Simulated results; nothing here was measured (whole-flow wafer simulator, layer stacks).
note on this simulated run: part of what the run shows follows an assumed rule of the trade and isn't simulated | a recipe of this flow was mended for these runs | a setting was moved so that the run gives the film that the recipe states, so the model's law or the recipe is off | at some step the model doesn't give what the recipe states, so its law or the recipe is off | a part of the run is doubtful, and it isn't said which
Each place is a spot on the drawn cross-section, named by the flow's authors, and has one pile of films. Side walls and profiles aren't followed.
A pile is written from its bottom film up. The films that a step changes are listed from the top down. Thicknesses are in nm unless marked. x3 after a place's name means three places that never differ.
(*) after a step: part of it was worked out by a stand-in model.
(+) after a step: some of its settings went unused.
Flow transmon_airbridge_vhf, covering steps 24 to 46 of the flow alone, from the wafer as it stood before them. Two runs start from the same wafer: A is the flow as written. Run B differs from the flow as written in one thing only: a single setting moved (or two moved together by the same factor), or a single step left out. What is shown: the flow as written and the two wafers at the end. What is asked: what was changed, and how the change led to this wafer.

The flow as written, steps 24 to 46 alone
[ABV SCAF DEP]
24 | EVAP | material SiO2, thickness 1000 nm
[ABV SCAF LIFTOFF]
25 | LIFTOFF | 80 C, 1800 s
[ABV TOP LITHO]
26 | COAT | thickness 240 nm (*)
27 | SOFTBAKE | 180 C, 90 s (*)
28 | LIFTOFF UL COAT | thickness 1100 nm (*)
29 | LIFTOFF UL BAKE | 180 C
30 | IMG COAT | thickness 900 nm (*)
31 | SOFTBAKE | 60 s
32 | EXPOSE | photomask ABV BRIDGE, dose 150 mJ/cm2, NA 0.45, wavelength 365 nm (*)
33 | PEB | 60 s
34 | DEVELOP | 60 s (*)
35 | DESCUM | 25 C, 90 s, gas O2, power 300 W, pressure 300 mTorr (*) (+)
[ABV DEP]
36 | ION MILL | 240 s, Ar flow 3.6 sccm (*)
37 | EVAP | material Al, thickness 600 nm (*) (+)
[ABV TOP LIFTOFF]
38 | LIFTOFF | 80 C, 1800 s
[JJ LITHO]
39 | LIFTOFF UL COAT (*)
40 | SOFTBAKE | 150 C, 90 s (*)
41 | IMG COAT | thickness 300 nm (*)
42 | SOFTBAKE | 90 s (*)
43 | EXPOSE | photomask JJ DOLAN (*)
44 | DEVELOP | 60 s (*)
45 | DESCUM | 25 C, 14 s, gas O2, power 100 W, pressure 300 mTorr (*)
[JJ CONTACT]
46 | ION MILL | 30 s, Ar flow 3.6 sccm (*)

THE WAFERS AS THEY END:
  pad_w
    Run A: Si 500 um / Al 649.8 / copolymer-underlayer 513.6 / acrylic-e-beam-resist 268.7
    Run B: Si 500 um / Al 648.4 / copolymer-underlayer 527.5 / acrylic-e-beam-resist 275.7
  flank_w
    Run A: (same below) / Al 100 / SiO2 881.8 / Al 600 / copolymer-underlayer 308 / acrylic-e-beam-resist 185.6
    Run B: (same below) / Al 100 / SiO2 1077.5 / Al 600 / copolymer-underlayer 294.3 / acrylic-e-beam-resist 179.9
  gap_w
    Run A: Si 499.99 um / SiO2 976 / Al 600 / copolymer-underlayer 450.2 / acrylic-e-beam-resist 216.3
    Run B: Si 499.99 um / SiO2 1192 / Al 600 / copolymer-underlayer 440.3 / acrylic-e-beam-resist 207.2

What caused this: step 24, EVAP: thickness 1216 nm was run, though the flow has thickness 1000 nm.

Step by step, how the change led to this:
  24 | EVAP | material SiO2, thickness 1000 nm
      field x3, jj_line, ground_far and 10 more: A +1000 SiO2 (new film) | B +1216 SiO2 (new film)
      flank_w, flank_e: A +905.8 SiO2 (new film) | B +1101.5 SiO2 (new film)
  25 | LIFTOFF | 80 C, 1800 s
      field x3, jj_line, trace_open_s x2: A -1000 SiO2 (all of it), -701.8 i-line-resist (all of it), -1100 lift-off-underlayer (all of it), -240 acrylic-e-beam-resist (all of it) | B -1216 SiO2 (all of it), -701.8 i-line-resist (all of it), -1100 lift-off-underlayer (all of it), -240 acrylic-e-beam-resist (all of it)
      pad_w, pad_e: A -1000 SiO2 (all of it), -696.3 i-line-resist (all of it), -1089.9 lift-off-underlayer (all of it), -239.3 acrylic-e-beam-resist (all of it) | B -1216 SiO2 (all of it), -696.3 i-line-resist (all of it), -1089.9 lift-off-underlayer (all of it), -239.3 acrylic-e-beam-resist (all of it)
      (and at 1 other place as well)
  26 | COAT | thickness 240 nm (*)
      flank_w, flank_e: A +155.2 acrylic-e-beam-resist (new film) | B +148.2 acrylic-e-beam-resist (new film)
      gap_w, gap_e: A +211.2 acrylic-e-beam-resist (new film) | B +201.7 acrylic-e-beam-resist (new film)
      (and at 6 other places as well)
  28 | LIFTOFF UL COAT | thickness 1100 nm (*)
      gap_w, gap_e: A +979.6 lift-off-underlayer (new film) | B +950.1 lift-off-underlayer (new film)
      margin_s, margin_n: A +823.4 lift-off-underlayer (new film) | B +775 lift-off-underlayer (new film)
      (and at 6 other places as well)
  30 | IMG COAT | thickness 900 nm (*)
      gap_w, gap_e: A +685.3 i-line-resist (new film) | B +637.6 i-line-resist (new film)
      margin_s, margin_n: A +603.2 i-line-resist (new film) | B +534.8 i-line-resist (new film)
      (and at 5 other places as well)
  33 | PEB | 60 s
      flank_w, flank_e: A -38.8 i-line-resist | B -36.7 i-line-resist
      gap_w, gap_e: A -35 i-line-resist | B -32.5 i-line-resist
      (and at 6 other places as well)
  34 | DEVELOP | 60 s (*)
      pad_w: A -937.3 i-line-resist (all of it), -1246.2 lift-off-underlayer (all of it) | B -955.2 i-line-resist (all of it), -1279.7 lift-off-underlayer (all of it)
      flank_w: A -716.4 i-line-resist (all of it), -832.3 lift-off-underlayer (all of it) | B -679 i-line-resist (all of it), -785.5 lift-off-underlayer (all of it)
      (and at 6 other places as well)
  35 | DESCUM | 25 C, 90 s, gas O2, power 300 W, pressure 300 mTorr (*) (+)
      field x3, jj_line, ground_far, trace_open_s x2, margin_s, margin_n: A -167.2 i-line-resist | B -171.9 i-line-resist
      flank_w, flank_e: A -155.2 acrylic-e-beam-resist (all of it) | B -148.2 acrylic-e-beam-resist (all of it)
      (and at 6 other places as well)
  38 | LIFTOFF | 80 C, 1800 s
      margin_s, margin_n: A -600 Al (all of it), -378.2 i-line-resist (all of it), -823.4 lift-off-underlayer (all of it), -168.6 acrylic-e-beam-resist (all of it) | B -600 Al (all of it), -308.7 i-line-resist (all of it), -775 lift-off-underlayer (all of it), -156.5 acrylic-e-beam-resist (all of it)
      ground_far: A -600 Al (all of it), -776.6 i-line-resist (all of it), -1134.8 lift-off-underlayer (all of it), -250.1 acrylic-e-beam-resist (all of it) | B -600 Al (all of it), -798.2 i-line-resist (all of it), -1139.7 lift-off-underlayer (all of it), -251.5 acrylic-e-beam-resist (all of it)
  39 | LIFTOFF UL COAT (*)
      pad_w, pad_e: A +513.6 copolymer-underlayer (new film) | B +527.5 copolymer-underlayer (new film)
      flank_w, flank_e: A +308 copolymer-underlayer (new film) | B +294.3 copolymer-underlayer (new film)
      (and at 6 other places as well)
  41 | IMG COAT | thickness 300 nm (*)
      pad_w, pad_e: A +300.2 acrylic-e-beam-resist (new film) | B +307.2 acrylic-e-beam-resist (new film)
      flank_w, flank_e: A +217.1 acrylic-e-beam-resist (new film) | B +211.4 acrylic-e-beam-resist (new film)
      (and at 6 other places as well)
